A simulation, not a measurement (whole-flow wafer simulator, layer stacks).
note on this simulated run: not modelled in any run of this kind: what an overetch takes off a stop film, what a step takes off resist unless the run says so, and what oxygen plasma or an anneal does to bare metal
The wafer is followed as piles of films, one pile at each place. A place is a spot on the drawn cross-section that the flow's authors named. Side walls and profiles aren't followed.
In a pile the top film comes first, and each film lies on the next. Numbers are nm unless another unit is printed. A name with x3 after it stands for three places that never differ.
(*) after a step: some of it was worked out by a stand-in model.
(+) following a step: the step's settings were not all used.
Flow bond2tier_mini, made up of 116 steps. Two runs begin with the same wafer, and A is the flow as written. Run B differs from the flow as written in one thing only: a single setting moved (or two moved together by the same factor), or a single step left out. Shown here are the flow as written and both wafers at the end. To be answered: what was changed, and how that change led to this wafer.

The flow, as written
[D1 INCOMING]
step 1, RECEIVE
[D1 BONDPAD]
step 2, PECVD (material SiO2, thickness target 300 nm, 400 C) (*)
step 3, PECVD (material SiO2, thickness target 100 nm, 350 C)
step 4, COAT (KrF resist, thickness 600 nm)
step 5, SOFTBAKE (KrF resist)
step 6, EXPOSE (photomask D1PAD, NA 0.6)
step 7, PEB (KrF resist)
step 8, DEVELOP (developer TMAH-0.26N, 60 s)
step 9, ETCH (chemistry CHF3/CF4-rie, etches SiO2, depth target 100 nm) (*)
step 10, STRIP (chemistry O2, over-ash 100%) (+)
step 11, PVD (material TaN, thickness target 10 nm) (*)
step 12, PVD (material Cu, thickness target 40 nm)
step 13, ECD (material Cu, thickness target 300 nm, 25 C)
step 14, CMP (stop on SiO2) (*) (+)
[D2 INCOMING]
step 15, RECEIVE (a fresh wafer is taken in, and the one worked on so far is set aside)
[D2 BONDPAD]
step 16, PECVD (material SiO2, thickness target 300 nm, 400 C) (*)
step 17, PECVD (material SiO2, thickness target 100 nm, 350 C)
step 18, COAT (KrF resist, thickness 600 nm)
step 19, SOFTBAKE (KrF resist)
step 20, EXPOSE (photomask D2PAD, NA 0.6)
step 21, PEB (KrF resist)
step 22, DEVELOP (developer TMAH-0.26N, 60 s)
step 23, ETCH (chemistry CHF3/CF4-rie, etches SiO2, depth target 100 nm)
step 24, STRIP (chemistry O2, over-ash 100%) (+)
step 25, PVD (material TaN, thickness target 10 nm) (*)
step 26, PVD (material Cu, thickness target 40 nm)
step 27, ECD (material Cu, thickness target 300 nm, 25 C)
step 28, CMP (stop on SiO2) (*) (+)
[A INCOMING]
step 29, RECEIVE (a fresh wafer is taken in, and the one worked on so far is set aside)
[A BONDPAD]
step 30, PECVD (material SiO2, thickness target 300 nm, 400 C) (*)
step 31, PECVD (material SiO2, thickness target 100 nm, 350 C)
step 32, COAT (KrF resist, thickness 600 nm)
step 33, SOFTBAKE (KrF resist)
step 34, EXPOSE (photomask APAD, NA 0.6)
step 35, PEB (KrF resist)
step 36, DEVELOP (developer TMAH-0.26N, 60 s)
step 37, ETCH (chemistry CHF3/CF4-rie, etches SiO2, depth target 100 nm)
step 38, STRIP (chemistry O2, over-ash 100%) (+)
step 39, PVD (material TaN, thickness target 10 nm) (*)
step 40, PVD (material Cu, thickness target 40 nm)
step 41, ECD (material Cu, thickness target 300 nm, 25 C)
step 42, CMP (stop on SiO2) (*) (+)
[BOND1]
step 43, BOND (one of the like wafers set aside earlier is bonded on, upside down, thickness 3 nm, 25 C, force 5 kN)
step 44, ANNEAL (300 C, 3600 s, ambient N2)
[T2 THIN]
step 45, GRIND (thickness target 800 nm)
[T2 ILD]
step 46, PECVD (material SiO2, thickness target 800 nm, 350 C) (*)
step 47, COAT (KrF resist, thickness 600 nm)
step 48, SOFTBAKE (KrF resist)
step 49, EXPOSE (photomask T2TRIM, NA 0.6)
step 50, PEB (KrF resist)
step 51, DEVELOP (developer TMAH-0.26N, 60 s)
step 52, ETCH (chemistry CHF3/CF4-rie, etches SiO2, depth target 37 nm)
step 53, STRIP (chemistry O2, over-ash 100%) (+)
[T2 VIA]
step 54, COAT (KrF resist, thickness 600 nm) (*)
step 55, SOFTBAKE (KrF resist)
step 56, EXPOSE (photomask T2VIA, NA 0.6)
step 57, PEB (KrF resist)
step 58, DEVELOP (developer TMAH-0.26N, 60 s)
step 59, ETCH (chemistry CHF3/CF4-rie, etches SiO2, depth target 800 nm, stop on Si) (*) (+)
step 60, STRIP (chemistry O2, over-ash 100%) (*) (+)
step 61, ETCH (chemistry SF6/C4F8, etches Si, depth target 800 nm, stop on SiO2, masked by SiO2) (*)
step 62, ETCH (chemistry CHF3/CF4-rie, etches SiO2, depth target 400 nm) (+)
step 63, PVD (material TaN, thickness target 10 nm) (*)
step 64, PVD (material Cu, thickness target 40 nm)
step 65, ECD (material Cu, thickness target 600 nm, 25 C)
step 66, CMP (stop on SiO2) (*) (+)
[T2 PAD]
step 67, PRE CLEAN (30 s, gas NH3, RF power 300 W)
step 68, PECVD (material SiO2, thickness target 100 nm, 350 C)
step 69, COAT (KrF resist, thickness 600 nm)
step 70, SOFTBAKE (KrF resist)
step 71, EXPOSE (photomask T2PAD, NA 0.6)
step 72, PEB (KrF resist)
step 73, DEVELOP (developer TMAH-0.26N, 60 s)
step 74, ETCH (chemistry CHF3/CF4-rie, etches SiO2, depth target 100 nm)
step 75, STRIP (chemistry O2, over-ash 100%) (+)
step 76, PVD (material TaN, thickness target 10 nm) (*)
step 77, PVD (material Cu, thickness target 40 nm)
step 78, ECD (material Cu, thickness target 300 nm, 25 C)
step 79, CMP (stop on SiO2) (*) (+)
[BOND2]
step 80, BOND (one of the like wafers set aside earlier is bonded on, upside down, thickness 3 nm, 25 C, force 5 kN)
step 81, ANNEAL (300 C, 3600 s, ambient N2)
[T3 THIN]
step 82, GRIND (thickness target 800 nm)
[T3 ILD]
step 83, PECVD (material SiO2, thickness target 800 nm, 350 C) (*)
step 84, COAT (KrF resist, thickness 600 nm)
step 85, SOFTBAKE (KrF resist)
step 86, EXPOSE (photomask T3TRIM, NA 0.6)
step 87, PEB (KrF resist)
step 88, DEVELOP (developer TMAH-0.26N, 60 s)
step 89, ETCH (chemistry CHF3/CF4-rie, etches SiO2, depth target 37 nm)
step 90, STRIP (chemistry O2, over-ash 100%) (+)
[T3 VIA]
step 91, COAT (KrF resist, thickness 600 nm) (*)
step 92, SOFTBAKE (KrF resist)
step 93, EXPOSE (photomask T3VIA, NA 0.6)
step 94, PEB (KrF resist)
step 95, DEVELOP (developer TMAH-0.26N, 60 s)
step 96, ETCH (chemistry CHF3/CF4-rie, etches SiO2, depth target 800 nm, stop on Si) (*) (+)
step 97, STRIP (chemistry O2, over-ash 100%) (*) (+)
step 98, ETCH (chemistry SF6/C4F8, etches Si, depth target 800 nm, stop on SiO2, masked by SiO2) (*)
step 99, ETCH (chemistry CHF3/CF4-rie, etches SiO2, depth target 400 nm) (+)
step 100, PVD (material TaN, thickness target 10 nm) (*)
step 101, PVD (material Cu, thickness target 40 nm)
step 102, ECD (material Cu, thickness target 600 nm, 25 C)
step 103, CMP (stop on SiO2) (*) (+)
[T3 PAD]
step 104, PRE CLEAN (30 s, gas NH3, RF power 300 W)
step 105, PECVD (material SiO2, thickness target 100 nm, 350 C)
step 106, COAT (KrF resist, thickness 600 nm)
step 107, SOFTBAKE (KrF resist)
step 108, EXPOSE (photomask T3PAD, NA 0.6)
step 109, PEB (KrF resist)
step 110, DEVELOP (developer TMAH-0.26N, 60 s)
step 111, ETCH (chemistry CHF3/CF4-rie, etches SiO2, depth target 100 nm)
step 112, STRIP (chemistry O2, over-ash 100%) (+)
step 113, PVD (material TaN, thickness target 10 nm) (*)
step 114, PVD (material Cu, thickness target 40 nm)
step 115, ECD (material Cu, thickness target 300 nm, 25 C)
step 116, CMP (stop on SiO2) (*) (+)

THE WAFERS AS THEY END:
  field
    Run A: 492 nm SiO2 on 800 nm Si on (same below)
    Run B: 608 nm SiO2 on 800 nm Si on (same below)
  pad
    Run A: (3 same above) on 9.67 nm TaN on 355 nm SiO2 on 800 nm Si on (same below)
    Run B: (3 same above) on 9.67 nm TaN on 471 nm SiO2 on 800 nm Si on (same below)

The reason: step 99, ETCH: depth target 284 nm was run, whereas the flow has depth target 400 nm.

How this came from the change, step by step:
  step 99, ETCH (chemistry CHF3/CF4-rie, etches SiO2, depth target 400 nm) (+)
      field, pad: A SiO2 loses 400 | B SiO2 loses 284
